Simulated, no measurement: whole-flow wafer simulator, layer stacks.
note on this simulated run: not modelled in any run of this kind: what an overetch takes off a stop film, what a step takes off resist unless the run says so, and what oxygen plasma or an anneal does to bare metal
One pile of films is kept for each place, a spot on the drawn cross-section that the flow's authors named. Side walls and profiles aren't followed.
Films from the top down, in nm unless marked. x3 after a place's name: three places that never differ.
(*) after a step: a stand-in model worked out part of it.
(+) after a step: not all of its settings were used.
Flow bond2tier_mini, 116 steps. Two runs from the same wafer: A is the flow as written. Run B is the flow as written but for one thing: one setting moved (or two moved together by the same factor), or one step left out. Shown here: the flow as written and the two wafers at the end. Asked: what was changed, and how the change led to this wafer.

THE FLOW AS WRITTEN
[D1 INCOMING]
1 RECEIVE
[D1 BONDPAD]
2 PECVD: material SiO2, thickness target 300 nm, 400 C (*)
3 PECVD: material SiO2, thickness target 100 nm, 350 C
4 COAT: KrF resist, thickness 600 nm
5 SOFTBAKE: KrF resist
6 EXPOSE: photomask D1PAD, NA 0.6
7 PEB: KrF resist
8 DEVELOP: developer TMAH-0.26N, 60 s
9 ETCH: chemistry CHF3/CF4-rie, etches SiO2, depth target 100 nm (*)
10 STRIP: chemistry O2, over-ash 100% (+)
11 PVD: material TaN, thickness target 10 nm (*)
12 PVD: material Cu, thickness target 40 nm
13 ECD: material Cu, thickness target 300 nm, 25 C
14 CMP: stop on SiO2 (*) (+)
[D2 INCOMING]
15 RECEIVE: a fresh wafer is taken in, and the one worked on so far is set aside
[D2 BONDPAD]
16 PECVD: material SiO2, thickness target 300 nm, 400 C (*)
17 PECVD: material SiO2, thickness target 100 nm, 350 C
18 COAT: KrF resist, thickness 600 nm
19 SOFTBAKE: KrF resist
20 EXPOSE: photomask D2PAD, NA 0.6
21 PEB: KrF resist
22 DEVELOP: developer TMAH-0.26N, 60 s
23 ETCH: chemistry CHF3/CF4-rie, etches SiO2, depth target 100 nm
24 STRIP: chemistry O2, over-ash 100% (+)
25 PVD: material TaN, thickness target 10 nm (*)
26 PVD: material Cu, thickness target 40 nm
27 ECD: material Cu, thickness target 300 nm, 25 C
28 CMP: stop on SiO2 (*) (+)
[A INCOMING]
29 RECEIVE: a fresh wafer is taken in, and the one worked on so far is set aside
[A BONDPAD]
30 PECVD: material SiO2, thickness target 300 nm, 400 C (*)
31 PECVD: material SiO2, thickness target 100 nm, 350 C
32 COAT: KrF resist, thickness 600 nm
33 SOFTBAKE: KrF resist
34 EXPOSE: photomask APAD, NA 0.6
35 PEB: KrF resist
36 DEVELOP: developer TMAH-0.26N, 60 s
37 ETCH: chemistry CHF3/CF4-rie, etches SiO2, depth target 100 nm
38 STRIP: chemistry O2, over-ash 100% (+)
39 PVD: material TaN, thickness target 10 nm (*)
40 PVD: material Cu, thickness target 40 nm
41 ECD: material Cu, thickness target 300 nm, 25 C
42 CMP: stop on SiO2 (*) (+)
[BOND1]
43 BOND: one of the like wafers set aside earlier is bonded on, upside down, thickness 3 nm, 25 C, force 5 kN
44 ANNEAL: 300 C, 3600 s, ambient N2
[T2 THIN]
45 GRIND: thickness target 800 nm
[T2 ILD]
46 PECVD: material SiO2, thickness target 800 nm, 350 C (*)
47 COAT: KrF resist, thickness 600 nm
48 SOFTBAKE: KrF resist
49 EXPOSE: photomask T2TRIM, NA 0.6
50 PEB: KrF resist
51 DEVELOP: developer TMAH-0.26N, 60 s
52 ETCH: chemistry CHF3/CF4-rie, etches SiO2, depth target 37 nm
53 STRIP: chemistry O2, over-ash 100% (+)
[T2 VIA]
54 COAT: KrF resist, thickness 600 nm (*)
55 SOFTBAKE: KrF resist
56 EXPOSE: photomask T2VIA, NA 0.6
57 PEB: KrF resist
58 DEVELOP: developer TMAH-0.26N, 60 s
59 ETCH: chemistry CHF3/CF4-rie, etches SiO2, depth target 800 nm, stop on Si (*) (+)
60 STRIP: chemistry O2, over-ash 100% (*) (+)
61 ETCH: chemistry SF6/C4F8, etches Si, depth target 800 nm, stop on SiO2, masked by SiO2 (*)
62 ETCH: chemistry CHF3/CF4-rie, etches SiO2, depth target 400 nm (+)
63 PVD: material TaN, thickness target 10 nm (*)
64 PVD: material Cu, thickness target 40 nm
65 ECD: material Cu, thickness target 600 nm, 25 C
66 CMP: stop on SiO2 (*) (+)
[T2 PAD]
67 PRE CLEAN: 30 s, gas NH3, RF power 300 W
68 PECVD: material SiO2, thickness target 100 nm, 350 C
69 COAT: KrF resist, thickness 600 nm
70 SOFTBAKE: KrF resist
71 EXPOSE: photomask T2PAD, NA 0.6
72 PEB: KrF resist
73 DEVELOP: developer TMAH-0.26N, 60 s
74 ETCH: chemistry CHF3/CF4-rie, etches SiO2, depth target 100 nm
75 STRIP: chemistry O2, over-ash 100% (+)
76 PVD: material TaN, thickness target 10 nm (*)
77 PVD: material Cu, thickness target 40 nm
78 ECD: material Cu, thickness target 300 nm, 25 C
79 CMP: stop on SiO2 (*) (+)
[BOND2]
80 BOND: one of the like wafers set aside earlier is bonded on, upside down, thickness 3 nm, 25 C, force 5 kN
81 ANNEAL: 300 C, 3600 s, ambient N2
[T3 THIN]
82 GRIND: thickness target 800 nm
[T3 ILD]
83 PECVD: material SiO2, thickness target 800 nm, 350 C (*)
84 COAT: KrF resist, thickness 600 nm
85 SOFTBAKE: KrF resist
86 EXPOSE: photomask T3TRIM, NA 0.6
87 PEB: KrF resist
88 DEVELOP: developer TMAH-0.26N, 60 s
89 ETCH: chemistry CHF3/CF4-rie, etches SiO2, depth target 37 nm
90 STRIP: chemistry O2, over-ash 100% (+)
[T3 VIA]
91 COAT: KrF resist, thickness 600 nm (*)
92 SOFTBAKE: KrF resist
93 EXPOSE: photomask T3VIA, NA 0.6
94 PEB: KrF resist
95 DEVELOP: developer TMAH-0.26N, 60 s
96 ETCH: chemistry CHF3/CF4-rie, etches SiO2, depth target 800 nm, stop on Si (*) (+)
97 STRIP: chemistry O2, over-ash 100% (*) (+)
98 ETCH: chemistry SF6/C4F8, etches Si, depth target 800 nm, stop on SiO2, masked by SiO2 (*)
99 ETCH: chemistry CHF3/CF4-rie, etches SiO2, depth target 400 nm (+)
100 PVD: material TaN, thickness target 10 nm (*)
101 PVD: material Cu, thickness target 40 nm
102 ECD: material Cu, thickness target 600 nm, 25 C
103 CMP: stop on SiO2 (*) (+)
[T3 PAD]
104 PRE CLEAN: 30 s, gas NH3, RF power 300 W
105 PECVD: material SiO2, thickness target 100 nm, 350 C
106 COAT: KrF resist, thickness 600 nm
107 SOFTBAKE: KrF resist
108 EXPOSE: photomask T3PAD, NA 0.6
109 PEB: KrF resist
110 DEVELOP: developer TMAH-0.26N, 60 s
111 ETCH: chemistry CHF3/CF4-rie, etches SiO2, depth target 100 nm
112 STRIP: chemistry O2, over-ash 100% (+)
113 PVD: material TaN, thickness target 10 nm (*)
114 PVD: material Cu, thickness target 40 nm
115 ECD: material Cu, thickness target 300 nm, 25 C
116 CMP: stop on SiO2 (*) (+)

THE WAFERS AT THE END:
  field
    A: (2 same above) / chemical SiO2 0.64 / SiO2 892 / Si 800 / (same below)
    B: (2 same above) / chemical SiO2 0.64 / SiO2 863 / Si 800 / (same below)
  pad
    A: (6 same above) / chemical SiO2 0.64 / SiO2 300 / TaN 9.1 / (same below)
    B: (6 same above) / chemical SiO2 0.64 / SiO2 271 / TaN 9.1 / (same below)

The cause: step 17, PECVD: thickness target 71 nm was run, where the flow has thickness target 100 nm.

How the change led to this, step by step:
  17 PECVD: material SiO2, thickness target 100 nm, 350 C
      field, pad, via: A SiO2 +100 | B SiO2 +71
  80 BOND: one of the like wafers set aside earlier is bonded on, upside down, thickness 3 nm, 25 C, force 5 kN
      field: A Si +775 um (new film), chemical SiO2 +0.64 (new film), SiO2 +400 | B Si +775 um (new film), chemical SiO2 +0.64 (new film), SiO2 +371
      pad: A Si +775 um (new film), chemical SiO2 +0.64 (new film), SiO2 +300 (new film), TaN +9.1 (new film), Cu +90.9 | B Si +775 um (new film), chemical SiO2 +0.64 (new film), SiO2 +271 (new film), TaN +9.1 (new film), Cu +90.9
